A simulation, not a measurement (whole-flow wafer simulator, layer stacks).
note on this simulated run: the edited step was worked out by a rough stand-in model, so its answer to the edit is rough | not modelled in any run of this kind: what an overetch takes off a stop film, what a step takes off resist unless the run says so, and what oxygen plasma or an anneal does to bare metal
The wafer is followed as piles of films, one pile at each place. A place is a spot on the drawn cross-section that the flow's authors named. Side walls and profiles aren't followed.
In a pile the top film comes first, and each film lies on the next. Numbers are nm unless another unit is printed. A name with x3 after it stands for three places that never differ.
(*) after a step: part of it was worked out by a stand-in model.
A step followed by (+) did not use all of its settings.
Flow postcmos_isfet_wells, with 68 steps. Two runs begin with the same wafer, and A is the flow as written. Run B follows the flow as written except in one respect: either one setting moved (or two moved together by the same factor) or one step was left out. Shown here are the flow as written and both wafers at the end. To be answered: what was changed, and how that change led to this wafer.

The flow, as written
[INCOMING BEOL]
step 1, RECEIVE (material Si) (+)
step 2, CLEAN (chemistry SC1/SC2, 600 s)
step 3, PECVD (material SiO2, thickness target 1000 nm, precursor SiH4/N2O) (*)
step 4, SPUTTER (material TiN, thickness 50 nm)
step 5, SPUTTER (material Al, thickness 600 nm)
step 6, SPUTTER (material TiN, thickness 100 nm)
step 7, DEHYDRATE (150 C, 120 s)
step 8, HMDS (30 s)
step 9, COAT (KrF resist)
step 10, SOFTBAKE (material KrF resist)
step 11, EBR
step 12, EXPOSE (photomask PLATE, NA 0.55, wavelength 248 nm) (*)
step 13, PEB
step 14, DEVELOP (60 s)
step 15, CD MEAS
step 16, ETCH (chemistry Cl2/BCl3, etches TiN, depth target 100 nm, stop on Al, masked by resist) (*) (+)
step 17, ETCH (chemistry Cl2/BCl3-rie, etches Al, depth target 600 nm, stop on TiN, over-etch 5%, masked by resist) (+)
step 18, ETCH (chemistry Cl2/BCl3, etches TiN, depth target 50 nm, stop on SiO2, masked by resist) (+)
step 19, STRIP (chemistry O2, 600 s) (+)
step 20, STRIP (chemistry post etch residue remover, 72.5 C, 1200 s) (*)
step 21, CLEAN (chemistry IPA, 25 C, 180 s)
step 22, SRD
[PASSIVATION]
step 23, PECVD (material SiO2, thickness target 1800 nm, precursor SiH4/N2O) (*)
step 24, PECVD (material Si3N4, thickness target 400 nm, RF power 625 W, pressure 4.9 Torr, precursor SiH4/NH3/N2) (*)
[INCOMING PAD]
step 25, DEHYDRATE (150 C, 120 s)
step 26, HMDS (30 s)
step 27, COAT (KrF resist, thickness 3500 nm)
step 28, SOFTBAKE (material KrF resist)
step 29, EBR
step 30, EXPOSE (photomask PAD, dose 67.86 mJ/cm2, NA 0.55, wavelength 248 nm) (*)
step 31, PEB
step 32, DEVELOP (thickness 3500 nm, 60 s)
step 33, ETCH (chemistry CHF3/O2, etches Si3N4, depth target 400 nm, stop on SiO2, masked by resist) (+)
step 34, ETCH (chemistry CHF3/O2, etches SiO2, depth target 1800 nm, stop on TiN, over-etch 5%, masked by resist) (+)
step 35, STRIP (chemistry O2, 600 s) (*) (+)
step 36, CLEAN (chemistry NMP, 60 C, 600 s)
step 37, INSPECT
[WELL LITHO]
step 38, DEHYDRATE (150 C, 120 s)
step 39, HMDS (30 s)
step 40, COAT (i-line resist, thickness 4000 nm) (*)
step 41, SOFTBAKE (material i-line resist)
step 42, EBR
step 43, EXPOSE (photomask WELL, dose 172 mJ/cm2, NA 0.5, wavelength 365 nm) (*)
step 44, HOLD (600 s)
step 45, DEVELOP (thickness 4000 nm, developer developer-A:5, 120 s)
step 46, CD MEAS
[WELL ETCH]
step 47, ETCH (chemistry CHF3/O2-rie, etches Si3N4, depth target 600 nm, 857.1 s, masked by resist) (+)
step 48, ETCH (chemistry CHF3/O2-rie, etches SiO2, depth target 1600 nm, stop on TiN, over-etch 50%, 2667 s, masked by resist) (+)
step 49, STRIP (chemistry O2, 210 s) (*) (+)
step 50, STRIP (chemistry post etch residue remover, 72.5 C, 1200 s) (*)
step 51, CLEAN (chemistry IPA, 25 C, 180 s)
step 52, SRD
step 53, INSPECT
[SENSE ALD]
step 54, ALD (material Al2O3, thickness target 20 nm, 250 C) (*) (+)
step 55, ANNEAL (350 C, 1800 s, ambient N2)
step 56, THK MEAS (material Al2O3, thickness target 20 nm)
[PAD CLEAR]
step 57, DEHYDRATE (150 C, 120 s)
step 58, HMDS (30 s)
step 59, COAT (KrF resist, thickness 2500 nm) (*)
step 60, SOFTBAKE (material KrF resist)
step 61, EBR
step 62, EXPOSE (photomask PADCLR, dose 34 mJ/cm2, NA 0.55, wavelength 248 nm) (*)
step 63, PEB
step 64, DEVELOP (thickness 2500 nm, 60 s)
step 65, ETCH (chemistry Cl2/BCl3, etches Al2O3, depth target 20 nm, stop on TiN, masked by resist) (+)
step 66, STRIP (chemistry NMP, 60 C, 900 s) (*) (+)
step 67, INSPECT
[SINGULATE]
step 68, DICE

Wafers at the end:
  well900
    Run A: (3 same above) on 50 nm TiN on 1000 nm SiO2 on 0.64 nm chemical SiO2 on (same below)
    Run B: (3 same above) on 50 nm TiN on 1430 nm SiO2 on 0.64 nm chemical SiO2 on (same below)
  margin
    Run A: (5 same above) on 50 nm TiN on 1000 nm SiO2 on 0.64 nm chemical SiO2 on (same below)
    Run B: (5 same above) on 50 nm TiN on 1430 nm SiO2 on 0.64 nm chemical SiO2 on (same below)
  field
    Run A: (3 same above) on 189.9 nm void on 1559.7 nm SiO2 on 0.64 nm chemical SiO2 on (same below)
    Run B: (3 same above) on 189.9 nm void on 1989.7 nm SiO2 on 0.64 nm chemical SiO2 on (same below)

What caused this: step 3, PECVD: thickness target 1430 nm was run, whereas the flow has thickness target 1000 nm.
The wafer lets one read it off: well900 has SiO2 1430, and step 3 as written asks for 1000 nm.

The path from the change to this, step by step:
  step 3, PECVD (material SiO2, thickness target 1000 nm, precursor SiH4/N2O) (*)
      field, margin, well900, well1300 x3, pad_rim, pad_clr, pad_open: A SiO2 gains 1000 (new film) | B SiO2 gains 1430 (new film)
